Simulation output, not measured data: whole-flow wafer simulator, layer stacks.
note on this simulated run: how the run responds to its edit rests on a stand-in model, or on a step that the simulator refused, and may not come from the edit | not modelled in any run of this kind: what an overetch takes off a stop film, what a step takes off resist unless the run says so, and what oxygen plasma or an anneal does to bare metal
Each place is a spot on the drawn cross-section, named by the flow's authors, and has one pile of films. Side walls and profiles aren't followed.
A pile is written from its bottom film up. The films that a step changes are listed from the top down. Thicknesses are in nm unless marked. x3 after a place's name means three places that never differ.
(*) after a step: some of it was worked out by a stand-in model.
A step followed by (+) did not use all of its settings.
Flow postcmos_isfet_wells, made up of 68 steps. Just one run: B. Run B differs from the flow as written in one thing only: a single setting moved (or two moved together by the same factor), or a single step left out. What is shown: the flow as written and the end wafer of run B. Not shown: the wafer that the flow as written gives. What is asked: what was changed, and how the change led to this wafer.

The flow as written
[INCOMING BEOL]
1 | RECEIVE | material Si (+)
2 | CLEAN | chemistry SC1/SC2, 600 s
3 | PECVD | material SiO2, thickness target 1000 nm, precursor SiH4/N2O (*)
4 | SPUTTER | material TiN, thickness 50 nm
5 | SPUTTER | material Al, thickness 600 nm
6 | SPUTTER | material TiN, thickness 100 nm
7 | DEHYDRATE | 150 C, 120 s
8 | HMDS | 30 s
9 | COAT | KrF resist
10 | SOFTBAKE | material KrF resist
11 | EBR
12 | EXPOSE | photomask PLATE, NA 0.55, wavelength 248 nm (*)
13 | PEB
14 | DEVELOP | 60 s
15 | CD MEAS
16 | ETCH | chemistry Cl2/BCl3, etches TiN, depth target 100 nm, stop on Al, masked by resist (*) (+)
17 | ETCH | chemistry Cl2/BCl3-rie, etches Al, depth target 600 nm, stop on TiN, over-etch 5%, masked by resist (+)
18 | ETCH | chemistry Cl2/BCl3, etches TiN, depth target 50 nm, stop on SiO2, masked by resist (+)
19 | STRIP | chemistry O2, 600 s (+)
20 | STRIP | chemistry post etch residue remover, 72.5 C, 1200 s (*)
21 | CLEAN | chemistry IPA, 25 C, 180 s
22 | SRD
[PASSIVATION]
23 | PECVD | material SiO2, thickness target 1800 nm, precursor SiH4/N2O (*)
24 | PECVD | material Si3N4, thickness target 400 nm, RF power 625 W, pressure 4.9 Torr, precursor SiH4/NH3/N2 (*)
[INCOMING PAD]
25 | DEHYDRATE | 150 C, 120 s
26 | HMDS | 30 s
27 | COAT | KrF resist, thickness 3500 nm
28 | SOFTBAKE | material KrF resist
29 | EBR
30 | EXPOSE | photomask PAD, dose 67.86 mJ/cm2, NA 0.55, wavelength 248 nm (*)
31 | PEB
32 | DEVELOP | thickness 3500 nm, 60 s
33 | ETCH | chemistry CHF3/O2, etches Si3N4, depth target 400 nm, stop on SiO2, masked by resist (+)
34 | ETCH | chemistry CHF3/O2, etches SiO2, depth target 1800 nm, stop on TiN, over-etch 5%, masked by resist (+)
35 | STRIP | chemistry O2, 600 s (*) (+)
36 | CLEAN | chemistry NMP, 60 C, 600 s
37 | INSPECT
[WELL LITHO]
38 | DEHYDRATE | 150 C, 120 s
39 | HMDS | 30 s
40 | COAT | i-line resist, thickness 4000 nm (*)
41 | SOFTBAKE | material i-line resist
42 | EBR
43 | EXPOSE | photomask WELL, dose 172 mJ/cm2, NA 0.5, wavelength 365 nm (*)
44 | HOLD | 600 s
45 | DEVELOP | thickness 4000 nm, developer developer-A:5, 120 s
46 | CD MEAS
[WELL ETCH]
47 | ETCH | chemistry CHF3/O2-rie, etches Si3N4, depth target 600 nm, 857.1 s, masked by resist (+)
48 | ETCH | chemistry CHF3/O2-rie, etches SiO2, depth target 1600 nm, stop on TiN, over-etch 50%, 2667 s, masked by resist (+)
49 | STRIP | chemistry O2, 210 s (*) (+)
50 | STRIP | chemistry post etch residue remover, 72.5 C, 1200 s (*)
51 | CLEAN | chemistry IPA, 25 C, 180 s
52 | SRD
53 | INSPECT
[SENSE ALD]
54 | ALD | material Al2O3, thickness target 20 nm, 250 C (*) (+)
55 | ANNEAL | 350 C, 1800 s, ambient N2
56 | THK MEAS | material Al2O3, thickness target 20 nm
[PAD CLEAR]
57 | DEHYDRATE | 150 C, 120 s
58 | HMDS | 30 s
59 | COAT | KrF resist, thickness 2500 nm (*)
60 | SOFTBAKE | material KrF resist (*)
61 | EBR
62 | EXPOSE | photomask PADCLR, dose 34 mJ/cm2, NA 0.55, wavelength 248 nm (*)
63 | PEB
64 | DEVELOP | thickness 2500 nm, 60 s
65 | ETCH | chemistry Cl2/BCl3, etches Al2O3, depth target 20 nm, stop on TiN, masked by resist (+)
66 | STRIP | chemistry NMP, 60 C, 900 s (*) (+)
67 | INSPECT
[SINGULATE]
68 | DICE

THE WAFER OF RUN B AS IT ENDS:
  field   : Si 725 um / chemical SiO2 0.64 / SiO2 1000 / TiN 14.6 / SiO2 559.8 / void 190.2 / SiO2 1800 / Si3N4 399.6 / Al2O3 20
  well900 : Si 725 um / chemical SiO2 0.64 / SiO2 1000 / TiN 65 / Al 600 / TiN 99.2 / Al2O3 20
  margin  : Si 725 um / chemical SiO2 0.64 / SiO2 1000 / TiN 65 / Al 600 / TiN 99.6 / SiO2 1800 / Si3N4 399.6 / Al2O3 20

The reason: step 4, SPUTTER: thickness 65 nm was run, while the flow as written has thickness 50 nm.
The wafer lets one read it off: well900 has TiN 65, and step 4 as written asks for 50 nm.

The path from the change to this, step by step:
  4 | SPUTTER | material TiN, thickness 50 nm
      field, margin, well900, well1300 x3, pad_rim, pad_clr, pad_open: +65 TiN (new film) (in the flow as written it would be: +50 TiN (new film))
  18 | ETCH | chemistry Cl2/BCl3, etches TiN, depth target 50 nm, stop on SiO2, masked by resist (+)
      field: -50 TiN (in the flow as written it would be: -50 TiN (all of it))
  23 | PECVD | material SiO2, thickness target 1800 nm, precursor SiH4/N2O (*)
      field: +1800 SiO2 (new film), +190.2 void (new film), +559.8 SiO2 (new film) (in the flow as written it would be: +1800 SiO2 (new film), +189.9 void (new film), +559.7 SiO2)
If metal films that touch count as one body, field has 1 body; the flow as written gives 0 bodies.
